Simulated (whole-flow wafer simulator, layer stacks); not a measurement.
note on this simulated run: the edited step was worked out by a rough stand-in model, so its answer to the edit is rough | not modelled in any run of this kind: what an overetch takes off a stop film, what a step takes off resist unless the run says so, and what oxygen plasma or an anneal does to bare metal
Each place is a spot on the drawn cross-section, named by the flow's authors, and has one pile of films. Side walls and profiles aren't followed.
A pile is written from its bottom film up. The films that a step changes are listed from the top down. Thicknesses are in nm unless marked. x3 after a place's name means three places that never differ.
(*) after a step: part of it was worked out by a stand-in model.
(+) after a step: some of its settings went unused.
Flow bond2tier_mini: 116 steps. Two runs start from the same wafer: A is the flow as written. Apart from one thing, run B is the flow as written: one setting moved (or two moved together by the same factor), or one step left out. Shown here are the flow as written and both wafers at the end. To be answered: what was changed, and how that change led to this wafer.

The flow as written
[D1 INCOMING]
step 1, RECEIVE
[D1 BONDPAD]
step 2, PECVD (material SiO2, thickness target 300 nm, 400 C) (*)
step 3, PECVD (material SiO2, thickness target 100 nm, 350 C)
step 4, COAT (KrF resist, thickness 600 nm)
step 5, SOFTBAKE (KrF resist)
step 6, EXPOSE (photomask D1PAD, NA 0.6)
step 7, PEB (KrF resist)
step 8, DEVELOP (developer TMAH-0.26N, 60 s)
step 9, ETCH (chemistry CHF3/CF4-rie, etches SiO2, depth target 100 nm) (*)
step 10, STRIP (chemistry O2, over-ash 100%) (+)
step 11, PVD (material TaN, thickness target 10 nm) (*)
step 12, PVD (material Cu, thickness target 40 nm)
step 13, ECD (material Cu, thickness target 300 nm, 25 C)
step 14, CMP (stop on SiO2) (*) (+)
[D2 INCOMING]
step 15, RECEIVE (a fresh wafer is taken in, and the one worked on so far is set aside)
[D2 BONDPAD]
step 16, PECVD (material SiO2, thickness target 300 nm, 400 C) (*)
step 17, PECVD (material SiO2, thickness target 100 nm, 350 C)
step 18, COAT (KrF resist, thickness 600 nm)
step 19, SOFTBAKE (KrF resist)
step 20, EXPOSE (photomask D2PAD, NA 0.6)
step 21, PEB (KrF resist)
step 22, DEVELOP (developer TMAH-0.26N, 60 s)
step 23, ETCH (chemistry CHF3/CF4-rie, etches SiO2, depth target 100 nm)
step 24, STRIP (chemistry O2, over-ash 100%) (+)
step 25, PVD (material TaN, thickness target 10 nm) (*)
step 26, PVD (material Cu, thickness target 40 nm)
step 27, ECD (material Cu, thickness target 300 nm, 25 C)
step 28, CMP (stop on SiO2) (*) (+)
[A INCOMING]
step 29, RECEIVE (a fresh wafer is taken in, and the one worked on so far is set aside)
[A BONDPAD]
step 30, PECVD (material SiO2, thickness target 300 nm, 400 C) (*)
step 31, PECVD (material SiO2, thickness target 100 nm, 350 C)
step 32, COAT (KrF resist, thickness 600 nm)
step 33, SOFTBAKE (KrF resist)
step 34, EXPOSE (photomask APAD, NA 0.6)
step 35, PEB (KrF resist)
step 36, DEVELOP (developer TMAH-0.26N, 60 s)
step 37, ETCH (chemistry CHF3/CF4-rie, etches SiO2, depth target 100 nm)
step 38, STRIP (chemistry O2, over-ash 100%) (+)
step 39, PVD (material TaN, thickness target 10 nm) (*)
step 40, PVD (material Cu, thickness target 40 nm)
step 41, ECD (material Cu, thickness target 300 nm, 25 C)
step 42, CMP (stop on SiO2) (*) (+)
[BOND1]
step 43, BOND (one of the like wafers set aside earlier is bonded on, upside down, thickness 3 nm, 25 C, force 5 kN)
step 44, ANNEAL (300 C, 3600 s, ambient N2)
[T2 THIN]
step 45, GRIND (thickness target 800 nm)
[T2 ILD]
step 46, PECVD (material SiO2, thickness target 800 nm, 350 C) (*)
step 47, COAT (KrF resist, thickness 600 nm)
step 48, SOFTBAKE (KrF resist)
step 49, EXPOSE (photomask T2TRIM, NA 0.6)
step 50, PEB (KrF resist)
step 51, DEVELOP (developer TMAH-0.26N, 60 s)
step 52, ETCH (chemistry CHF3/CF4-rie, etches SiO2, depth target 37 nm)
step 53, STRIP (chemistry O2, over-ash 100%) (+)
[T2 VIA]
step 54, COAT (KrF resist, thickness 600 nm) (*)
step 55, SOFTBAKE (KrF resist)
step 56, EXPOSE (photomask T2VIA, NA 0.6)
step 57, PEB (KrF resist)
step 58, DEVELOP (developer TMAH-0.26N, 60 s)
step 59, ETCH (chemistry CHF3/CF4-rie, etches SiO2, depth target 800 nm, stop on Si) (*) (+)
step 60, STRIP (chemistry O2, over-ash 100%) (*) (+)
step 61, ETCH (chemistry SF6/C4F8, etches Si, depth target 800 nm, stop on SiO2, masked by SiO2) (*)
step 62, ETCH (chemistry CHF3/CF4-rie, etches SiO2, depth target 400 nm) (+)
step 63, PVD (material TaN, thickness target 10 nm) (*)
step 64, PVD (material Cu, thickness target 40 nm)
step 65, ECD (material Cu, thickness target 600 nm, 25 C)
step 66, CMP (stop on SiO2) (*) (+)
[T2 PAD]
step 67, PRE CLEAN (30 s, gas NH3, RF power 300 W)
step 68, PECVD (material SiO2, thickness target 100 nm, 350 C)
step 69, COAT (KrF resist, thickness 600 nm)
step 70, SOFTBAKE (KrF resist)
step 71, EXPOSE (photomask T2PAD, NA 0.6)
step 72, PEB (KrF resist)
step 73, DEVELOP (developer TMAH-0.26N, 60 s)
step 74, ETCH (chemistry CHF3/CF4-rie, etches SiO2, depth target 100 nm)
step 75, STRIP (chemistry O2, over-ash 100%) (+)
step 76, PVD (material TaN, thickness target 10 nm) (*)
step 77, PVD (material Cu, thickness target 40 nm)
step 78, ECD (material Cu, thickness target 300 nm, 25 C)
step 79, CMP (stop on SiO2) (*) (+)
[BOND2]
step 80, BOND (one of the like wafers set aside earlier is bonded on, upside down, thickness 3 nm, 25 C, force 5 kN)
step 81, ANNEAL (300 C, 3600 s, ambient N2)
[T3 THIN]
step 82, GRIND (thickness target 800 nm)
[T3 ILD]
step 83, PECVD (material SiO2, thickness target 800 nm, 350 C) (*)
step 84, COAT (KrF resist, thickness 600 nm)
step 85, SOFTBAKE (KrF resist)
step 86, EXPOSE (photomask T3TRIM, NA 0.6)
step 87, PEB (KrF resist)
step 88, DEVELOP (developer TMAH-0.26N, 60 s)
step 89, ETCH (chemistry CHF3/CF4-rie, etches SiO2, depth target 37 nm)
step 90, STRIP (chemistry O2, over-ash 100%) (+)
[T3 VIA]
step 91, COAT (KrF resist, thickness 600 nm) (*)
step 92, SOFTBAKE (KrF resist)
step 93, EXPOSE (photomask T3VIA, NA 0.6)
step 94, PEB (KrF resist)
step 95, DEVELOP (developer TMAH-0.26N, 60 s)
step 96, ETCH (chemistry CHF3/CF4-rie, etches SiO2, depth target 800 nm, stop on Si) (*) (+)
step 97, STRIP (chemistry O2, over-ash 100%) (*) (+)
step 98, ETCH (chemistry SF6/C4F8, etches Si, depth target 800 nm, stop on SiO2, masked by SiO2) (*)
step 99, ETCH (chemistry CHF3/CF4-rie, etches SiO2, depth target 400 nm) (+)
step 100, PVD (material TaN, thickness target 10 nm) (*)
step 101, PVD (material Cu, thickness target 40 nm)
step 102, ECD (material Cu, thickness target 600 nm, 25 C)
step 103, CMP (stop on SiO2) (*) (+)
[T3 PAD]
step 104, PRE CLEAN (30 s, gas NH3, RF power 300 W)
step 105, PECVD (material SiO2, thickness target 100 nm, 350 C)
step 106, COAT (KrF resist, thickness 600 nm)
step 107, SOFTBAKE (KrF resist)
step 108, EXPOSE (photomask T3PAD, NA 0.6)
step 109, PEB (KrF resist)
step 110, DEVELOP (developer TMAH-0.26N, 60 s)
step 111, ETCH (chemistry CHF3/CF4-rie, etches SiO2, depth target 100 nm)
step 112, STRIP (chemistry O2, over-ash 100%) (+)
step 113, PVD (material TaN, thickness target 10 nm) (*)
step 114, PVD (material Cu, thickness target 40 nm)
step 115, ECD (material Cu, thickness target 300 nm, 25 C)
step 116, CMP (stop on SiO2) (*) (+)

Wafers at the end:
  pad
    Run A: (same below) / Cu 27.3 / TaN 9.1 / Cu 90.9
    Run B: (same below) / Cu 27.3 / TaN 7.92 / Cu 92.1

Cause: step 113, PVD: thickness target 8.7 nm was run, whereas the flow has thickness target 10 nm.

How this came from the change, step by step:
  step 113, PVD (material TaN, thickness target 10 nm) (*)
      field: A +10 TaN (new film) | B +8.7 TaN (new film)
      pad: A +9.1 TaN (new film) | B +7.92 TaN (new film)
  step 116, CMP (stop on SiO2) (*) (+)
      field: A -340 Cu (all of it), -10 TaN (all of it) | B -340 Cu (all of it), -8.7 TaN (all of it)
